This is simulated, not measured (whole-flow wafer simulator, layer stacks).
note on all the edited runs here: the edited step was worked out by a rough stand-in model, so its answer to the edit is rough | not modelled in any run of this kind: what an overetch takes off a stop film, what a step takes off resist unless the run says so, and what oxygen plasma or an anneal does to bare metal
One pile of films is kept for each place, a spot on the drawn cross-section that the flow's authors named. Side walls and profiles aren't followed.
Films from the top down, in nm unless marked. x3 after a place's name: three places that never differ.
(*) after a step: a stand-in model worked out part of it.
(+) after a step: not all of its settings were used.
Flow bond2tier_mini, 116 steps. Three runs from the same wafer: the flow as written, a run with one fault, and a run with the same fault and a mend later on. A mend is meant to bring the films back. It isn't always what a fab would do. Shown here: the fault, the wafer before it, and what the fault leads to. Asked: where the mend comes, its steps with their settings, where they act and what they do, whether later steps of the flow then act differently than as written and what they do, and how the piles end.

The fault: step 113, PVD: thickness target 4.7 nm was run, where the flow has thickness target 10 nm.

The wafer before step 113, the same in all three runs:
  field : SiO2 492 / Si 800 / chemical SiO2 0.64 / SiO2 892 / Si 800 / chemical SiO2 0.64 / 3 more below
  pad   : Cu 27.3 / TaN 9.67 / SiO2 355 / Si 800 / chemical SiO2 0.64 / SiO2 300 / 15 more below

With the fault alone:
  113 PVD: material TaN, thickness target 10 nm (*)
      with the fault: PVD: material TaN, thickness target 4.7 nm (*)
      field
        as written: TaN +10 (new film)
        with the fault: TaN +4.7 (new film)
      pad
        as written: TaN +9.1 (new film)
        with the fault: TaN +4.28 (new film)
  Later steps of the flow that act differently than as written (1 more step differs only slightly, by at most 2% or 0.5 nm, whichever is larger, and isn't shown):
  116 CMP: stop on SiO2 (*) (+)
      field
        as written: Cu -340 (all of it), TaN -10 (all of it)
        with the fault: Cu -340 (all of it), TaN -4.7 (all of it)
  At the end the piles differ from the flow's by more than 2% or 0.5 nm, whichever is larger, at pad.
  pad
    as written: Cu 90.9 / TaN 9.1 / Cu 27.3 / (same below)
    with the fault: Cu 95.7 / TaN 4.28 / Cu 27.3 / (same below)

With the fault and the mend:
  The mend comes after step 113.
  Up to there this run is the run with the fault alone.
  113a PVD: material TaN, thickness target 5.3 nm (*) (the flow's step 113 once more, with other settings)
      field
        TaN +5.3
      pad
        TaN +4.82
  No later step of the flow acts differently than as written at any place that is followed.
  At the end the piles are the same as the flow's at every place that both follow.
